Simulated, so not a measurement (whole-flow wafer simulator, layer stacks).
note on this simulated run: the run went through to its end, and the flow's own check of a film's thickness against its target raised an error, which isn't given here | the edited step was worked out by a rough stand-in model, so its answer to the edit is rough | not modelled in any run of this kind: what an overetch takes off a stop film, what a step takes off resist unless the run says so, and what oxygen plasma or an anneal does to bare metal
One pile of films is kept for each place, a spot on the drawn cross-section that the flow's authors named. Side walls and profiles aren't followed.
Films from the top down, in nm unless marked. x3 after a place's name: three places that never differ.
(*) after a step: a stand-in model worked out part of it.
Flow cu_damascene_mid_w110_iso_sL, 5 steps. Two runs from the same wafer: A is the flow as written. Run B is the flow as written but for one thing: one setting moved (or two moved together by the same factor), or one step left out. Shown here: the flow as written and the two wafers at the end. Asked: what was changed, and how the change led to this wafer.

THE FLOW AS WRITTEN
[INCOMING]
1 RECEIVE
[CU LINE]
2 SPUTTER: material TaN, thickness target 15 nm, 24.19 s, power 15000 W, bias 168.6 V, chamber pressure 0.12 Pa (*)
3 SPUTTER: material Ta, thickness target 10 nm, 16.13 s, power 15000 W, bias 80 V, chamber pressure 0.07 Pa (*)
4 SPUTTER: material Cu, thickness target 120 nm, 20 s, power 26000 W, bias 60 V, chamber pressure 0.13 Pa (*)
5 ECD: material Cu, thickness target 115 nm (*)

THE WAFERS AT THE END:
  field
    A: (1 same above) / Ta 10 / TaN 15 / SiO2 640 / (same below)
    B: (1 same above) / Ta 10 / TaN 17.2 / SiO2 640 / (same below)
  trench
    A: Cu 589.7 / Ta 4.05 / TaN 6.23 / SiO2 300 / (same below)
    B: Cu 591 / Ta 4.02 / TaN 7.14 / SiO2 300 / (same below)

The cause: step 2, SPUTTER: thickness target 17.2 nm was run, where the flow has thickness target 15 nm; step 2, SPUTTER: 27.82 s was run, where the flow has 24.19 s.
It can be read off the wafer: field has TaN 17.2, and step 2 as written asks for 15 nm.

How the change led to this, step by step:
  2 SPUTTER: material TaN, thickness target 15 nm, 24.19 s, power 15000 W, bias 168.6 V, chamber pressure 0.12 Pa (*)
      field: A TaN +15 (new film) | B TaN +17.2 (new film)
      trench: A TaN +6.23 (new film) | B TaN +7.14 (new film)
